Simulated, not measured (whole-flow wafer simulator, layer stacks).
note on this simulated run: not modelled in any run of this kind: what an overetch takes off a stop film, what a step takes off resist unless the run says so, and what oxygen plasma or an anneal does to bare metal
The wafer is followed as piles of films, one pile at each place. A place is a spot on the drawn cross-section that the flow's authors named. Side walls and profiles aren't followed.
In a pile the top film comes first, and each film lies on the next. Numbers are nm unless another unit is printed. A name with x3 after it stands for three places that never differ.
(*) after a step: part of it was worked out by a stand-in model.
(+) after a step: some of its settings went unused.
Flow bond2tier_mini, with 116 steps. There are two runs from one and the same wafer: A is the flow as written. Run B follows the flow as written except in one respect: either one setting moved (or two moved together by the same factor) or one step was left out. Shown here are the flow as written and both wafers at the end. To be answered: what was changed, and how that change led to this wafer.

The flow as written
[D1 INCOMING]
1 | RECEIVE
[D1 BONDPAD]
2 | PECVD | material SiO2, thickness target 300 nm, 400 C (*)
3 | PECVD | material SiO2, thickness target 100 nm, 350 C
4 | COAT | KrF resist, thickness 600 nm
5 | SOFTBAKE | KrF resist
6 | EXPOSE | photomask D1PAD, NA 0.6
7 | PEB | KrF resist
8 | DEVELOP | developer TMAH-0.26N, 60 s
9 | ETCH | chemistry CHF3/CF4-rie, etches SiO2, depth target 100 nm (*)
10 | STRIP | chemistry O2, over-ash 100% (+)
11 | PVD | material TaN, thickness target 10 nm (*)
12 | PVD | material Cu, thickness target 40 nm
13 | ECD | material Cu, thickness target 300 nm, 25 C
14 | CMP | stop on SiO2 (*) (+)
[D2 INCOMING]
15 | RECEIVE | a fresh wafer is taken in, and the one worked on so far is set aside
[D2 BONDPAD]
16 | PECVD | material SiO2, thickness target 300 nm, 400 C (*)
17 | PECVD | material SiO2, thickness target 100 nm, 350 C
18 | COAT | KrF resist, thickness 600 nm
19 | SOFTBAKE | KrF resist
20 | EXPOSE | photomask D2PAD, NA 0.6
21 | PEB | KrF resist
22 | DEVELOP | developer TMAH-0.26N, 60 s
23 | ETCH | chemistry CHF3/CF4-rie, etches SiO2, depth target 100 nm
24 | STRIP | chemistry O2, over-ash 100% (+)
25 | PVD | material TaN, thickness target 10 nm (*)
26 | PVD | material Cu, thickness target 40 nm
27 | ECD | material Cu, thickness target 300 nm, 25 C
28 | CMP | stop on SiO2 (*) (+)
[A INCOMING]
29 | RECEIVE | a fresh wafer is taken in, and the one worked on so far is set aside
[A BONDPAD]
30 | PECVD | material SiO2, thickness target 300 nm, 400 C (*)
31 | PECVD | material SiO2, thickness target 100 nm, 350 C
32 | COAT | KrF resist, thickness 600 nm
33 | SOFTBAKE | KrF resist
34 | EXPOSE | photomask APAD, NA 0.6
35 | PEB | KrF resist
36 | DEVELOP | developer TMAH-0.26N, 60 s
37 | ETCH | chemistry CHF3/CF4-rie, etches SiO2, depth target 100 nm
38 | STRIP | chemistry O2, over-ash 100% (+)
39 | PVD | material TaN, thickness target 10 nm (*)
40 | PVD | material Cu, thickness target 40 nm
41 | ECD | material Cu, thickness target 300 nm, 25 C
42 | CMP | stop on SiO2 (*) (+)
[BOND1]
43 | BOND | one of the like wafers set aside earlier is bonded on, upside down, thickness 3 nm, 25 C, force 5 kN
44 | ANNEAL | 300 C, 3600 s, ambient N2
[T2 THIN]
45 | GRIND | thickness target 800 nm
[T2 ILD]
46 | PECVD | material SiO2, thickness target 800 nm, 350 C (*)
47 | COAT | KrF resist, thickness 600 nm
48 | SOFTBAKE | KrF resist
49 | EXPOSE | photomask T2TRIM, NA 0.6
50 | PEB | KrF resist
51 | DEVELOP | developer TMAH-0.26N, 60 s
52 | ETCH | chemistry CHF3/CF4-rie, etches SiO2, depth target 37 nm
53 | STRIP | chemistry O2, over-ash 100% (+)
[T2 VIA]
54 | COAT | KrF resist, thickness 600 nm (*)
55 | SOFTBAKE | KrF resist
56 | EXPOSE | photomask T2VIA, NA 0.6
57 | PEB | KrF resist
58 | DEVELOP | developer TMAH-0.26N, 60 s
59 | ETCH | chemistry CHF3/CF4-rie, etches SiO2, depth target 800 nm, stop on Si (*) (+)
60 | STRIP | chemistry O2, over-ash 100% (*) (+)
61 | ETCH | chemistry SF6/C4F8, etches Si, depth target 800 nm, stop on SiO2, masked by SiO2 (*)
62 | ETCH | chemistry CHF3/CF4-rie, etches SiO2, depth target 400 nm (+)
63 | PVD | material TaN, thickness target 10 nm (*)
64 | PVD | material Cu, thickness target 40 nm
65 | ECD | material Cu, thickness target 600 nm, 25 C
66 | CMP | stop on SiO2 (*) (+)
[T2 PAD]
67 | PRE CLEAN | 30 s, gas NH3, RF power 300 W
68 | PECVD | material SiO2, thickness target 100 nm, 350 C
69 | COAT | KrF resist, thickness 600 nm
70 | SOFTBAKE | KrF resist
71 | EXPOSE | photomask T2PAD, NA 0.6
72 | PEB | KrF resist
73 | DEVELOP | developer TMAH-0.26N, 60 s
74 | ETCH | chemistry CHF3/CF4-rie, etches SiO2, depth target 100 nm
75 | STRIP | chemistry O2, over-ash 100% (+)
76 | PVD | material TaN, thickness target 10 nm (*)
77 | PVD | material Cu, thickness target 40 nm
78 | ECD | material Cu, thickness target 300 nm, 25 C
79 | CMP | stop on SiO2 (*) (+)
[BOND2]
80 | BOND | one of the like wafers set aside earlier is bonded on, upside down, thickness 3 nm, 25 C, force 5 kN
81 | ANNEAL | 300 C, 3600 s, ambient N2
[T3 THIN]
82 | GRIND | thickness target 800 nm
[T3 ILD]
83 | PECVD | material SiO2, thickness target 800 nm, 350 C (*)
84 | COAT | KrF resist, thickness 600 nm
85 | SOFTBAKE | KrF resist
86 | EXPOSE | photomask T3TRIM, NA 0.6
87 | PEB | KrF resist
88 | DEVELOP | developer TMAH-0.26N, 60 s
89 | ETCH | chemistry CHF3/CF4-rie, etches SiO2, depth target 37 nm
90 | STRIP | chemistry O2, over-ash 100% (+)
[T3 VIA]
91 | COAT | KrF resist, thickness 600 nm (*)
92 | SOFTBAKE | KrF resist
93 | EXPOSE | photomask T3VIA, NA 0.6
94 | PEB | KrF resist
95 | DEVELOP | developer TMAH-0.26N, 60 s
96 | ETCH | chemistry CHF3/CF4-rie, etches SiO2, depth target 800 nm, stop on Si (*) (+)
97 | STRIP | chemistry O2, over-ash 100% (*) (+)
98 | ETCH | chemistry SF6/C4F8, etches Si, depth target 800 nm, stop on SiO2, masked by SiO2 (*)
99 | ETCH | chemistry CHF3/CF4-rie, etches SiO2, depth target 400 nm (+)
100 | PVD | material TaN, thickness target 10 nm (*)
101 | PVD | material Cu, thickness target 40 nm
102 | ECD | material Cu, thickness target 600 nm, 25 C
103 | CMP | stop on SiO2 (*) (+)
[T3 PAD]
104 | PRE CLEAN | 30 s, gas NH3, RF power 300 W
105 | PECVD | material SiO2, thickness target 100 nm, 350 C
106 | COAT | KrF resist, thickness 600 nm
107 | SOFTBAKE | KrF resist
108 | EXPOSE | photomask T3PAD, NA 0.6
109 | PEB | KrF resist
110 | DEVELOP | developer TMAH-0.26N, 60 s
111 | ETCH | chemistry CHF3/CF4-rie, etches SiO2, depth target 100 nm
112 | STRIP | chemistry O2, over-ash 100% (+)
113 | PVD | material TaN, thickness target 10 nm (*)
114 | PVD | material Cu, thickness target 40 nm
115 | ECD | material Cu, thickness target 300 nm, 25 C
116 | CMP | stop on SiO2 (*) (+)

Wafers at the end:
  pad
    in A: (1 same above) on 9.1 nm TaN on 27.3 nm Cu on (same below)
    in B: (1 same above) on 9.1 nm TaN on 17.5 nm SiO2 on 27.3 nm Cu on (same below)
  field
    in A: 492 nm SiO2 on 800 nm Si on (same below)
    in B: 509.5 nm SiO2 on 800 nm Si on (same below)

Cause: step 105, PECVD: thickness target 117.5 nm was run, though the flow has thickness target 100 nm.

Step by step, how the change led to this:
  105 | PECVD | material SiO2, thickness target 100 nm, 350 C
      field: A SiO2 gains 100 | B SiO2 gains 117.5
      pad: A SiO2 gains 100 (new film) | B SiO2 gains 117.5 (new film)
  111 | ETCH | chemistry CHF3/CF4-rie, etches SiO2, depth target 100 nm
      pad: A SiO2 loses 100 (all of it) | B SiO2 loses 100
Taking metal films that touch as one body, pad has 4 bodies (between them, from the top down: SiO2 17.5; SiO2 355 / Si 800 / chemical SiO2 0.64 / SiO2 300; SiO2 355 / Si 800 / chemical SiO2 0.64 / SiO2 300); the flow as written gives 3 bodies (between them, from the top down: SiO2 355 / Si 800 / chemical SiO2 0.64 / SiO2 300; SiO2 355 / Si 800 / chemical SiO2 0.64 / SiO2 300).
